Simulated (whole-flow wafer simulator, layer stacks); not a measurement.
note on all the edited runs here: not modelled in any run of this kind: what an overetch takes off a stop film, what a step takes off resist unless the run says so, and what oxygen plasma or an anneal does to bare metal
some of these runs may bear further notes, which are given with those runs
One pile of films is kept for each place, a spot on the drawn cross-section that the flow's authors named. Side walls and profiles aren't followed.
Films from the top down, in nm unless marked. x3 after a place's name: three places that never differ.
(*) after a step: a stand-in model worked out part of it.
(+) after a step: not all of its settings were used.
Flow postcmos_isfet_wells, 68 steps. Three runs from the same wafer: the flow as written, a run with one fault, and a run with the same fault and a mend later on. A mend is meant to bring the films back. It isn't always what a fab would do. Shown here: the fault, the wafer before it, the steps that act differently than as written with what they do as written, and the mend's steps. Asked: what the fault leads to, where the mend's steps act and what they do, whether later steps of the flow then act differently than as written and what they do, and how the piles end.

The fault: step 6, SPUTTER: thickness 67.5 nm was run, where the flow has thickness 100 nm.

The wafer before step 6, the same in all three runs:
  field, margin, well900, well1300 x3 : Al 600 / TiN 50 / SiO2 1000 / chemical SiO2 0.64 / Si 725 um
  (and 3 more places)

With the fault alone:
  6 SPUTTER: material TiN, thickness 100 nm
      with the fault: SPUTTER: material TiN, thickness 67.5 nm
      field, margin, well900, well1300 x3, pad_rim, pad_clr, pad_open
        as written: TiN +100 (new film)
        with the fault: TiN +67.5 (new film)
  Later steps of the flow that act differently than as written:
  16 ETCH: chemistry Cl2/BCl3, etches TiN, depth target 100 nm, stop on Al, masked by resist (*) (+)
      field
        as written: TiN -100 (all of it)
        with the fault: TiN -67.5 (all of it)
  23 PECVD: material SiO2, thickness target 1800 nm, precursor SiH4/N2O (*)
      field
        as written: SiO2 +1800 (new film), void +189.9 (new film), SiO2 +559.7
        with the fault: SiO2 +1800 (new film), void +165.6 (new film), SiO2 +551.5
  At the end the piles differ from the flow's by more than 2% or 0.5 nm, whichever is larger, at field, margin, well900, well1300 x3, pad_rim, pad_clr, pad_open.
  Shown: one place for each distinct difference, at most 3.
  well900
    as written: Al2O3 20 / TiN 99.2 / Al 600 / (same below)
    with the fault: Al2O3 20 / TiN 66.7 / Al 600 / (same below)
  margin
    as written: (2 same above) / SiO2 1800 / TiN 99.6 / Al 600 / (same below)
    with the fault: (2 same above) / SiO2 1800 / TiN 67.1 / Al 600 / (same below)
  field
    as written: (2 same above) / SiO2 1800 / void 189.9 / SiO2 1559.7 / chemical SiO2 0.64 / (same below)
    with the fault: (2 same above) / SiO2 1800 / void 165.6 / SiO2 1551.5 / chemical SiO2 0.64 / (same below)

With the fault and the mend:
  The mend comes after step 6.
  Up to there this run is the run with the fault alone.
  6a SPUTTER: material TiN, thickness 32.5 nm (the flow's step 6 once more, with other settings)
      field, margin, well900, well1300 x3, pad_rim, pad_clr, pad_open
        TiN +32.5
  No later step of the flow acts differently than as written at any place that is followed.
  At the end the piles are the same as the flow's at every place that both follow.
